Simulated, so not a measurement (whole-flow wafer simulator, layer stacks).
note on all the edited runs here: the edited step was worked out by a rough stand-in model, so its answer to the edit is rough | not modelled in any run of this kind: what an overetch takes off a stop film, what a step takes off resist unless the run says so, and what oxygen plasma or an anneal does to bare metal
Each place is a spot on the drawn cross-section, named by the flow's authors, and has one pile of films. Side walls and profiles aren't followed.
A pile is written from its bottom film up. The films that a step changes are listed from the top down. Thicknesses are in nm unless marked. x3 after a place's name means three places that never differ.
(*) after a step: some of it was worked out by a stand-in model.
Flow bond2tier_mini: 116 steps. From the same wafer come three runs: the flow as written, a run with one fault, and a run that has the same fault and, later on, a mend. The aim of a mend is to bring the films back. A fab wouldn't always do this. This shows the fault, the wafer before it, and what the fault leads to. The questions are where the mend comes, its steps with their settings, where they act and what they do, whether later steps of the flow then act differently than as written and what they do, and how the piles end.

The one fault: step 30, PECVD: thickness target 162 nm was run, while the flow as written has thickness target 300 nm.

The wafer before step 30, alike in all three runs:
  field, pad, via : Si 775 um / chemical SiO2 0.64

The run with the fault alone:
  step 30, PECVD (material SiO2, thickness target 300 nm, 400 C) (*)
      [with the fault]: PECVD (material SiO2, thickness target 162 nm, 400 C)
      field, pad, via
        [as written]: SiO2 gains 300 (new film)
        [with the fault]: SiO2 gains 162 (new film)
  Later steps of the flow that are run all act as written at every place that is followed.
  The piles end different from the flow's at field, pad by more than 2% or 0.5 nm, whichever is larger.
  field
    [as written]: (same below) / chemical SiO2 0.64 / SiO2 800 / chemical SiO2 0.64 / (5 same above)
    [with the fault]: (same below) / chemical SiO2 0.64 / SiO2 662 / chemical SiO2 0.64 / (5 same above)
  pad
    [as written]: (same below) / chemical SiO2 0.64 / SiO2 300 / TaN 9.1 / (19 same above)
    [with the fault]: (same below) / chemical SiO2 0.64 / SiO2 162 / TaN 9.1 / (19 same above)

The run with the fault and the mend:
  The mend stands after step 30.
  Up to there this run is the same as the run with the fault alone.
  step 30a, PECVD (material SiO2, thickness target 138 nm, 400 C) (the flow's step 30, run once more with other settings)
      field, pad, via
        SiO2 gains 138
  Later steps of the flow that are run all act as written at every place that is followed.
  The piles end the same as the flow's at every place that both follow.
